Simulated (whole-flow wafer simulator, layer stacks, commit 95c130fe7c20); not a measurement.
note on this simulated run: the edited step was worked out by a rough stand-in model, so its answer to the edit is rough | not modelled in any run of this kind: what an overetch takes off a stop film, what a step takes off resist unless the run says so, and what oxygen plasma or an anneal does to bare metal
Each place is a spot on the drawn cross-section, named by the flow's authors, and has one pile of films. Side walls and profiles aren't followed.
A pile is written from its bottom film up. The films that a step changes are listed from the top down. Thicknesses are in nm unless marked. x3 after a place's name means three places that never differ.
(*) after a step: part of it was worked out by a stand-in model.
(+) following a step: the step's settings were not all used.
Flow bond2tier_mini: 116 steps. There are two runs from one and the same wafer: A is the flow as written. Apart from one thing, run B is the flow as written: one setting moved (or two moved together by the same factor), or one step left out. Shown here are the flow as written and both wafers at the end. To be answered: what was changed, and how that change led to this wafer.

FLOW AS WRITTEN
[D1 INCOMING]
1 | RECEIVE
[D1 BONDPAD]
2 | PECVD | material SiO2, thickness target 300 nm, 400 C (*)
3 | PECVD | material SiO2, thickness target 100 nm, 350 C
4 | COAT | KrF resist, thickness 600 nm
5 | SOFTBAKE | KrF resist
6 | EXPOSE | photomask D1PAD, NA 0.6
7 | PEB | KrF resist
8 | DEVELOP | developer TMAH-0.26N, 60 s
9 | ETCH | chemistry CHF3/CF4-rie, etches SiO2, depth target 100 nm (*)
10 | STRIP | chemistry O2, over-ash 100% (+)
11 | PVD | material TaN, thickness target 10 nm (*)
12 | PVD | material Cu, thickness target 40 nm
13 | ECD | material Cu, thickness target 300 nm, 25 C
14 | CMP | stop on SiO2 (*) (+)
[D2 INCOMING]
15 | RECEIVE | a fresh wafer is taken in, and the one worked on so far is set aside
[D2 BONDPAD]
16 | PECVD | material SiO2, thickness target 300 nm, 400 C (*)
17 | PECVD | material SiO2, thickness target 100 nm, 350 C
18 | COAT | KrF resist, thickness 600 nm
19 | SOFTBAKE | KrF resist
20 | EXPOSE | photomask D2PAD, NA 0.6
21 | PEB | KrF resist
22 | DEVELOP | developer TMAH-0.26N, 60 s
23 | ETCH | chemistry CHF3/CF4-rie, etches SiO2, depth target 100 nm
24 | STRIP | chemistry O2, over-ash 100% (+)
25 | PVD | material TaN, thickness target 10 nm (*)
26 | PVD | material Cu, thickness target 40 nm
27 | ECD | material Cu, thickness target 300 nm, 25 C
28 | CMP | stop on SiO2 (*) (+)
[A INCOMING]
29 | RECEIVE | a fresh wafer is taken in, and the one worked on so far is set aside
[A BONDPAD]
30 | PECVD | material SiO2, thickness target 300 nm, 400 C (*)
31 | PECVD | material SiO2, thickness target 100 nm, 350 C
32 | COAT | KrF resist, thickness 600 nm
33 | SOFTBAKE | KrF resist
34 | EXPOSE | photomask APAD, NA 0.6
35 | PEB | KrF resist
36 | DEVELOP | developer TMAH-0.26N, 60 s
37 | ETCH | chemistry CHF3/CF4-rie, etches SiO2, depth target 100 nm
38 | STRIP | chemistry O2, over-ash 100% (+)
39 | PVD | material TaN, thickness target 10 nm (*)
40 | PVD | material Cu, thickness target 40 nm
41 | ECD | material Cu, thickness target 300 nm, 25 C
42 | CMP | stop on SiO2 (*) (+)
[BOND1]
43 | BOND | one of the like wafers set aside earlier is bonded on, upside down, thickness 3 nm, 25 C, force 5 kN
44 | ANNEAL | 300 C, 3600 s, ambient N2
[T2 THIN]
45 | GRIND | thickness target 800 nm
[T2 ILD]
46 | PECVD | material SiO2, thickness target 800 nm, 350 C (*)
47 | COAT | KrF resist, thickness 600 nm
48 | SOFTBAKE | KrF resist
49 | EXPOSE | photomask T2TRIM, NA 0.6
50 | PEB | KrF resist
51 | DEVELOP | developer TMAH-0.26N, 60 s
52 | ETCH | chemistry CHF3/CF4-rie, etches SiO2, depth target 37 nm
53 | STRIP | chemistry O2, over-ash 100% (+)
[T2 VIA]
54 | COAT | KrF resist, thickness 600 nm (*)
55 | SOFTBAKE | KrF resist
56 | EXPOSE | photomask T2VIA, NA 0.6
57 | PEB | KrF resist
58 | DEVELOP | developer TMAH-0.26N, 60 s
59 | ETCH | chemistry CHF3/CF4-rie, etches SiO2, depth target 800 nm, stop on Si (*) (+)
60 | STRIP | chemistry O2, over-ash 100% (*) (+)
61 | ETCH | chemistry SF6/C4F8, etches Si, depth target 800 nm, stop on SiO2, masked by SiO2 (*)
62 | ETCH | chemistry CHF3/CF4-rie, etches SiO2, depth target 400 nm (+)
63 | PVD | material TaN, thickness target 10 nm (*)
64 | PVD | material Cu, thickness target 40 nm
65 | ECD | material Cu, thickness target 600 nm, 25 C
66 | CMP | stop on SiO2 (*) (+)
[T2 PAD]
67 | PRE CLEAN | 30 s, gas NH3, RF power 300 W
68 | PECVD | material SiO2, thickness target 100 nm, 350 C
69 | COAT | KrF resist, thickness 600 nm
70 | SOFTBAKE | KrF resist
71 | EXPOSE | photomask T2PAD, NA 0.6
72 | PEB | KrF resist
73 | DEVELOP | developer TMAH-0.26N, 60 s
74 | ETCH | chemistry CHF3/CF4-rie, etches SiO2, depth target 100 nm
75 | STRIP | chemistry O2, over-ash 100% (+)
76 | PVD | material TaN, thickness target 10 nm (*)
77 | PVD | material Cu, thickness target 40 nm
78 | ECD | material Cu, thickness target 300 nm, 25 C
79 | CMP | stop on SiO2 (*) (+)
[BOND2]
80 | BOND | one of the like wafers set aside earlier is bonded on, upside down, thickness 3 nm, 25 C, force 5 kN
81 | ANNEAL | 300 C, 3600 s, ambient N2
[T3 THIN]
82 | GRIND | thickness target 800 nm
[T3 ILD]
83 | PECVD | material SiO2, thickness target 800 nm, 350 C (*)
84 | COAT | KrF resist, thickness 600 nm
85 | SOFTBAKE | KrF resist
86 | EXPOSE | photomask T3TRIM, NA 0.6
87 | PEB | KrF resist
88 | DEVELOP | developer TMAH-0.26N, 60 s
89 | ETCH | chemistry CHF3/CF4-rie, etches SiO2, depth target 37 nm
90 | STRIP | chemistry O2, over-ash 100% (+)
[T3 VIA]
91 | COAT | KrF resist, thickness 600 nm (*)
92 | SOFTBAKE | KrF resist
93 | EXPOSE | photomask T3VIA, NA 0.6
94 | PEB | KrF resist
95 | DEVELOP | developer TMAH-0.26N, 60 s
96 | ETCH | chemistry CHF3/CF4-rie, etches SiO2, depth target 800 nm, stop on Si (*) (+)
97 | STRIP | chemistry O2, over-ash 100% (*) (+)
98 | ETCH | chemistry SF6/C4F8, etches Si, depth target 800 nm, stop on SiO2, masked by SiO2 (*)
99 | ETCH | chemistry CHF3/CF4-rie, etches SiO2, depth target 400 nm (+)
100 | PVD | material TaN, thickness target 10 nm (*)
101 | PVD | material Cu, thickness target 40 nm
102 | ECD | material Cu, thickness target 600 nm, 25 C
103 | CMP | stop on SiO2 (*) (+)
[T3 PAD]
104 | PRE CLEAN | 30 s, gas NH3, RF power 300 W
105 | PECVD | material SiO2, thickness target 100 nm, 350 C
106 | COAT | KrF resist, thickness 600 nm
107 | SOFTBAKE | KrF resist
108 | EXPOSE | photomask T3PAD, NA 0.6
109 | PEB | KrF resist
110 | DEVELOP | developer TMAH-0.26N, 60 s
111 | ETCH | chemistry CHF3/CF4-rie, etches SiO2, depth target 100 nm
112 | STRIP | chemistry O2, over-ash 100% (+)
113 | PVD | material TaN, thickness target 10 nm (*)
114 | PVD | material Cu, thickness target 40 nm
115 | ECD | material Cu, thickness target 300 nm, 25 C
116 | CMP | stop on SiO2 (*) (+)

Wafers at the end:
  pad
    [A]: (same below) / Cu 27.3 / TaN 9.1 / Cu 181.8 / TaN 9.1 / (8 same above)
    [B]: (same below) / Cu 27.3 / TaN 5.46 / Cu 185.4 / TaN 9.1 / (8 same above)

What caused this: step 76, PVD: thickness target 6 nm was run, whereas the flow has thickness target 10 nm.

Step by step, how the change led to this:
  76 | PVD | material TaN, thickness target 10 nm (*)
      field: A TaN gains 10 (new film) | B TaN gains 6 (new film)
      pad: A TaN gains 9.1 (new film) | B TaN gains 5.46 (new film)
  79 | CMP | stop on SiO2 (*) (+)
      field: A Cu loses 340 (all of it), TaN loses 10 (all of it) | B Cu loses 340 (all of it), TaN loses 6 (all of it)
